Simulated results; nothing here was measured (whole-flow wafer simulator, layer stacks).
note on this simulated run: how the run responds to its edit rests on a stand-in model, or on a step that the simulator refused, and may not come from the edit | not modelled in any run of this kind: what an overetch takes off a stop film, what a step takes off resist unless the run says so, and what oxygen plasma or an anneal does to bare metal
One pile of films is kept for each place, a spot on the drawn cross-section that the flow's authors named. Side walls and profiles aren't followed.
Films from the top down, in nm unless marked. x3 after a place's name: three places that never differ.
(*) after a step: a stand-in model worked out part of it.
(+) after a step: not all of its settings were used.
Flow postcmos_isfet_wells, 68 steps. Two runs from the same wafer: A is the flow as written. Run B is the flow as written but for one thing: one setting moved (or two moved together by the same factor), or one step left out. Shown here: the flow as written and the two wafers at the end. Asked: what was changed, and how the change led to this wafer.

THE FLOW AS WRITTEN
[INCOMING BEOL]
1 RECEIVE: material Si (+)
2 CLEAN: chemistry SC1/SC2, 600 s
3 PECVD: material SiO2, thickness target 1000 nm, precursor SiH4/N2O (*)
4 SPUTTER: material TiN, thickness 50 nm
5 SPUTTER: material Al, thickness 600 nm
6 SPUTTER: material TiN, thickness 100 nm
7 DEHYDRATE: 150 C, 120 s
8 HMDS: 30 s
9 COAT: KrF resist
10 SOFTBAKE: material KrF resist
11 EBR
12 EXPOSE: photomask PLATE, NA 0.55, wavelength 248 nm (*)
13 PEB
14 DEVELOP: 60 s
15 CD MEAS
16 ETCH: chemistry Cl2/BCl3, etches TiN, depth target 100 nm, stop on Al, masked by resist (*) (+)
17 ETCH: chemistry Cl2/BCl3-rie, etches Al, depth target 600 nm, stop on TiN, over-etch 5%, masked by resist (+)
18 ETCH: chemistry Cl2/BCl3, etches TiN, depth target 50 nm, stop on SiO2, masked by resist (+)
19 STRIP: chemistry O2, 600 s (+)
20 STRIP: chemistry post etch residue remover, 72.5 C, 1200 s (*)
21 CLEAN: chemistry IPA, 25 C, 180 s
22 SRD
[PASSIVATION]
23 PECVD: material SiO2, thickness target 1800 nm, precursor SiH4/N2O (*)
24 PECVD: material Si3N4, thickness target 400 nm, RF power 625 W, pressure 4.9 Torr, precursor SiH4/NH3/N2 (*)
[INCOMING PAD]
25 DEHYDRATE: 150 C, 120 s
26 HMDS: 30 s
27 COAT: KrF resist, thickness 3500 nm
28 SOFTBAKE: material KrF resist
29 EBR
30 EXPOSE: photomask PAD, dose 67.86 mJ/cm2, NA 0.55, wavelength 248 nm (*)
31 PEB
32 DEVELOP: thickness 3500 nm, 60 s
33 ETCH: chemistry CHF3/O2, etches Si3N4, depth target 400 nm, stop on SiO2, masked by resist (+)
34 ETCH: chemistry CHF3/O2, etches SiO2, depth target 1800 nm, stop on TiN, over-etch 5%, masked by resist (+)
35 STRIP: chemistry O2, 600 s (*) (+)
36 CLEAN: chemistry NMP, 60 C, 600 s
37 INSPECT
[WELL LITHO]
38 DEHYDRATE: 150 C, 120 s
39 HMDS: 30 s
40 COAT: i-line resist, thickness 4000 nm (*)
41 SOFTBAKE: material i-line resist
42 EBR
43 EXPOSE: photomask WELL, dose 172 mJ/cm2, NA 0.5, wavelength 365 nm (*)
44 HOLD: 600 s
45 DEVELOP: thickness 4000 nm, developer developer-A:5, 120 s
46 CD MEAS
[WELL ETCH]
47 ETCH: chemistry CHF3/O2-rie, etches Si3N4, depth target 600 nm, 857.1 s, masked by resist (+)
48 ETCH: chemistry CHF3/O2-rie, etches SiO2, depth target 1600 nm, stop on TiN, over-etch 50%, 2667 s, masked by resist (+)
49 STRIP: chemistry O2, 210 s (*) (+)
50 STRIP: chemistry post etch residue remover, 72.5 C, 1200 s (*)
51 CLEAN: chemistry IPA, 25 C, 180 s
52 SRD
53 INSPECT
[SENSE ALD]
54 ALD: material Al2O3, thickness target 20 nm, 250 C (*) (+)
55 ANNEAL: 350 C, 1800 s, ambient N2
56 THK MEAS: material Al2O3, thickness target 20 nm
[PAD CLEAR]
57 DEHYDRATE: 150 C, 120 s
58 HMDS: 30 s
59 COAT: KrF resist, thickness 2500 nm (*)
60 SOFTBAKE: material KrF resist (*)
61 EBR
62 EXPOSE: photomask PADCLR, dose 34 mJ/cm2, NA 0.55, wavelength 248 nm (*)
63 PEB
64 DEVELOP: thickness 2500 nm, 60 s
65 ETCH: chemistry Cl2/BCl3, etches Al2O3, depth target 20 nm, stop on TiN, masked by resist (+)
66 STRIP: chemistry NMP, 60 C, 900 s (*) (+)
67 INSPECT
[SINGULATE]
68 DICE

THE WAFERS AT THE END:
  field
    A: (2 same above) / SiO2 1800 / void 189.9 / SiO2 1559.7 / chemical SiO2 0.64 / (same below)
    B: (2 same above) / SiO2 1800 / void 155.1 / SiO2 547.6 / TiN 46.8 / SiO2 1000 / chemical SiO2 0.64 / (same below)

The cause: step 17, ETCH: depth target 487.5 nm was run, where the flow has depth target 600 nm.

How the change led to this, step by step:
  17 ETCH: chemistry Cl2/BCl3-rie, etches Al, depth target 600 nm, stop on TiN, over-etch 5%, masked by resist (+)
      field: A Al -600 (all of it) | B Al -487.5
      margin, well900, well1300, well2000, well3000, pad_rim, pad_clr, pad_open: A KrF resist -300 | B KrF resist -243.8
  18 ETCH: chemistry Cl2/BCl3, etches TiN, depth target 50 nm, stop on SiO2, masked by resist (+)
      field: A TiN -50 (all of it) | B Al -112.5 (all of it), TiN -2.75
  19 STRIP: chemistry O2, 600 s (+)
      margin, well900, well1300, well2000, well3000, pad_rim, pad_clr, pad_open: A KrF resist -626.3 (all of it) | B KrF resist -682.5 (all of it)
  23 PECVD: material SiO2, thickness target 1800 nm, precursor SiH4/N2O (*)
      field: A SiO2 +1800 (new film), void +189.9 (new film), SiO2 +559.7 | B SiO2 +1800 (new film), void +155.1 (new film), SiO2 +547.6 (new film)
Counting metal films that touch as one body, field has 1 body; the flow as written gives 0 bodies.
